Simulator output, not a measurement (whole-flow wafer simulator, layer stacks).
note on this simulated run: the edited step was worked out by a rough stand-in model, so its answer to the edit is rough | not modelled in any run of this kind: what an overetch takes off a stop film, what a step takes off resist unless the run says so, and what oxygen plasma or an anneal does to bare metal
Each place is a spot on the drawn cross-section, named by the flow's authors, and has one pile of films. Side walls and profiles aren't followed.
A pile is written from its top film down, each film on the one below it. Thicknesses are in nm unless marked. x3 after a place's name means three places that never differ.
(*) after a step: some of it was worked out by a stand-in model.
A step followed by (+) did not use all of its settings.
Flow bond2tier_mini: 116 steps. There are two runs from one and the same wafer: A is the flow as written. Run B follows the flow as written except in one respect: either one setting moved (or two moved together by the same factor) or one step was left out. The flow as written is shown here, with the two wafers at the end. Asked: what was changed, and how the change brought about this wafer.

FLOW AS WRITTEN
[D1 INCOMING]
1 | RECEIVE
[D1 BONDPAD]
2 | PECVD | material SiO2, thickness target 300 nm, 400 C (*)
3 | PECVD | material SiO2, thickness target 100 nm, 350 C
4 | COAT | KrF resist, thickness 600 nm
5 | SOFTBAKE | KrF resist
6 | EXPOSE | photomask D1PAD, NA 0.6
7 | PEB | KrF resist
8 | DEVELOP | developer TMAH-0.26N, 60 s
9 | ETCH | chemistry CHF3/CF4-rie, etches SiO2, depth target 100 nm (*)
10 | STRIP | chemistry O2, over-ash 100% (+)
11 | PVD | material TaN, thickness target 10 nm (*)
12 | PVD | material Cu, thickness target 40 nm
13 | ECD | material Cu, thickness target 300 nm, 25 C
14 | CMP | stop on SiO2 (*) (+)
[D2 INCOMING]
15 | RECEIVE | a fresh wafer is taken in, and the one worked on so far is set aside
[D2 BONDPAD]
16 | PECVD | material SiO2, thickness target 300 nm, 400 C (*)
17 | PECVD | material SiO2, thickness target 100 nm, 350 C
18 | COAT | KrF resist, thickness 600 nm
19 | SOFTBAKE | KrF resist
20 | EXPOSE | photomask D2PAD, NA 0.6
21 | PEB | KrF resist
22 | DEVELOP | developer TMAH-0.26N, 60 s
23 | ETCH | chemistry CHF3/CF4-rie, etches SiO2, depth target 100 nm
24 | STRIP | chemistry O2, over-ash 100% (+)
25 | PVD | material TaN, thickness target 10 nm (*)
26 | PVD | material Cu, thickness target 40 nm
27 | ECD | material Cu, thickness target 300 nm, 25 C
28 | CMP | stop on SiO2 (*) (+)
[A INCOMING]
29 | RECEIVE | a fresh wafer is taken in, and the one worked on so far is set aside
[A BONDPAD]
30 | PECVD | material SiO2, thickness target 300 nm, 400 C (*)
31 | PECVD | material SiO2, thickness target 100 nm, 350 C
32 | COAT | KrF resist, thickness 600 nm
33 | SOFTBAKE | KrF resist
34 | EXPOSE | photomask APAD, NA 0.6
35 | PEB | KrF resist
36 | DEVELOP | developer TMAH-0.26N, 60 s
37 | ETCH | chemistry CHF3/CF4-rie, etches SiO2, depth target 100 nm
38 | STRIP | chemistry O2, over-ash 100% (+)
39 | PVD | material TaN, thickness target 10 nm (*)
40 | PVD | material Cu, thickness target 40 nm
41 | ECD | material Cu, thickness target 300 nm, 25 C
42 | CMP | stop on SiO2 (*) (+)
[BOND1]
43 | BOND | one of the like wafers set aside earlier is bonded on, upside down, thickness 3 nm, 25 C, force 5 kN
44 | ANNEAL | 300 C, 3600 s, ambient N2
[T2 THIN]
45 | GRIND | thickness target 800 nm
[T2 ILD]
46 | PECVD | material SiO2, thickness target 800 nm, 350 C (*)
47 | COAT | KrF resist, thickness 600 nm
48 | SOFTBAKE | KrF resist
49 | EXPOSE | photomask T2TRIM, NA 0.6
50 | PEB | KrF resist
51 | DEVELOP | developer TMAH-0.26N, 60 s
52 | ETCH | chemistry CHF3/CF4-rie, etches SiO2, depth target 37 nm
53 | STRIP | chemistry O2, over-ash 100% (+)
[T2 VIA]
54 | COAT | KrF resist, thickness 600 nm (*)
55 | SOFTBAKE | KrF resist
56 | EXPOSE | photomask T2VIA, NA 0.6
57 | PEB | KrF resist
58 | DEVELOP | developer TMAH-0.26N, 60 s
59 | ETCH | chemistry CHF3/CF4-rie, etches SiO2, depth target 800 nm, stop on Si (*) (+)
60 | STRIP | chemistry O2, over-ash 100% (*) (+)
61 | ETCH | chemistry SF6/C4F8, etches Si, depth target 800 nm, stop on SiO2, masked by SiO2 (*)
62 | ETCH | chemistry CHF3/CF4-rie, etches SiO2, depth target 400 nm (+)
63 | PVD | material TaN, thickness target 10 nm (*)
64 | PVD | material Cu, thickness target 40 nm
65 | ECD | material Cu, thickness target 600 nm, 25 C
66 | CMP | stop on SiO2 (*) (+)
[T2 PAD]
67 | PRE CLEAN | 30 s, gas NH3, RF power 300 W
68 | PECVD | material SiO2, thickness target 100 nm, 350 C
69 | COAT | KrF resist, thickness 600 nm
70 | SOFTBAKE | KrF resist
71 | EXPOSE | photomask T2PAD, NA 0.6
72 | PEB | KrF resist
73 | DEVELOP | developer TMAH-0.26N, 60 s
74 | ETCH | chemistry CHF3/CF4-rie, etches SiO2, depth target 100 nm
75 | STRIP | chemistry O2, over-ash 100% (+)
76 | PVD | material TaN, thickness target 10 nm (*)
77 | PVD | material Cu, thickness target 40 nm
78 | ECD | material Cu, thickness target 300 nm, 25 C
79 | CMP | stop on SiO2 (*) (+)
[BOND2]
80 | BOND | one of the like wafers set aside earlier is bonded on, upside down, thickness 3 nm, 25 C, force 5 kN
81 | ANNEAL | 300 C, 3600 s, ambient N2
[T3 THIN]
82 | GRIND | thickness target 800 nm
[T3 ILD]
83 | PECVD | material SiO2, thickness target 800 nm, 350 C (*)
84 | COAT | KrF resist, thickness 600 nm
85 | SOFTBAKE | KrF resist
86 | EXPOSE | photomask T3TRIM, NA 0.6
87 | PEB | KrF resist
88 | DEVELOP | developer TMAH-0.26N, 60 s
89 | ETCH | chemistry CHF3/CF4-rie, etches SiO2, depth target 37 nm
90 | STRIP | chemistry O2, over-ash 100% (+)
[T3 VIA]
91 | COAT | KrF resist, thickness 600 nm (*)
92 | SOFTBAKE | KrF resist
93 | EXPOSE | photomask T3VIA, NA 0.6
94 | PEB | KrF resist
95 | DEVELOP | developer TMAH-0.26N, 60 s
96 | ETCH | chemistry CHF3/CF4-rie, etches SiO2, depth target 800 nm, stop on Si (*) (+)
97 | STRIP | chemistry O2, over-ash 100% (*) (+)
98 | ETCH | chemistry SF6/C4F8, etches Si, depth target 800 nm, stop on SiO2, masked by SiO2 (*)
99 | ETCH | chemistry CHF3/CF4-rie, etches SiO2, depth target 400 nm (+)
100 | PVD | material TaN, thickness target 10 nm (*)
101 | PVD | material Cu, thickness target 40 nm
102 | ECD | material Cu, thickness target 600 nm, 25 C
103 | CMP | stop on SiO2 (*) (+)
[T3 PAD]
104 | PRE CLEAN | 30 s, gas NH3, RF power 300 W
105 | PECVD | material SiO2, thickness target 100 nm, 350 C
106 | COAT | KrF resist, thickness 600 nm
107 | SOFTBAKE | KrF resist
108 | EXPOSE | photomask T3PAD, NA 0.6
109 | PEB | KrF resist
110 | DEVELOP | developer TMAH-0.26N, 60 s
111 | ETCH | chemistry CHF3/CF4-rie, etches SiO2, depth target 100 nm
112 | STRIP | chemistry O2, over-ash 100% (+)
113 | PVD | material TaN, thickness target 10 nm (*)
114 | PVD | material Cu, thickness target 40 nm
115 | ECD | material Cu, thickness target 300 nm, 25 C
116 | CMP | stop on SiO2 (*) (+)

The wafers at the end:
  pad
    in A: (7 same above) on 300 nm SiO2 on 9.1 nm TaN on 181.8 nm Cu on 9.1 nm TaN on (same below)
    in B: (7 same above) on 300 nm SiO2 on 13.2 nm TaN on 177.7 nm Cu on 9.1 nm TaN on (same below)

Cause: step 25, PVD: thickness target 14.5 nm was run, though the flow has thickness target 10 nm.

Step by step, how the change led to this:
  25 | PVD | material TaN, thickness target 10 nm (*)
      field: A TaN gains 10 (new film) | B TaN gains 14.5 (new film)
      pad: A TaN gains 9.1 (new film) | B TaN gains 13.2 (new film)
      (also at 1 further place)
  28 | CMP | stop on SiO2 (*) (+)
      field: A Cu loses 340 (all of it), TaN loses 10 (all of it) | B Cu loses 340 (all of it), TaN loses 14.5 (all of it)
  80 | BOND | one of the like wafers set aside earlier is bonded on, upside down, thickness 3 nm, 25 C, force 5 kN
      pad: A Si gains 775 um (new film), chemical SiO2 gains 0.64 (new film), SiO2 gains 300 (new film), TaN gains 9.1 (new film), Cu gains 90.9 | B Si gains 775 um (new film), chemical SiO2 gains 0.64 (new film), SiO2 gains 300 (new film), TaN gains 13.2 (new film), Cu gains 86.8
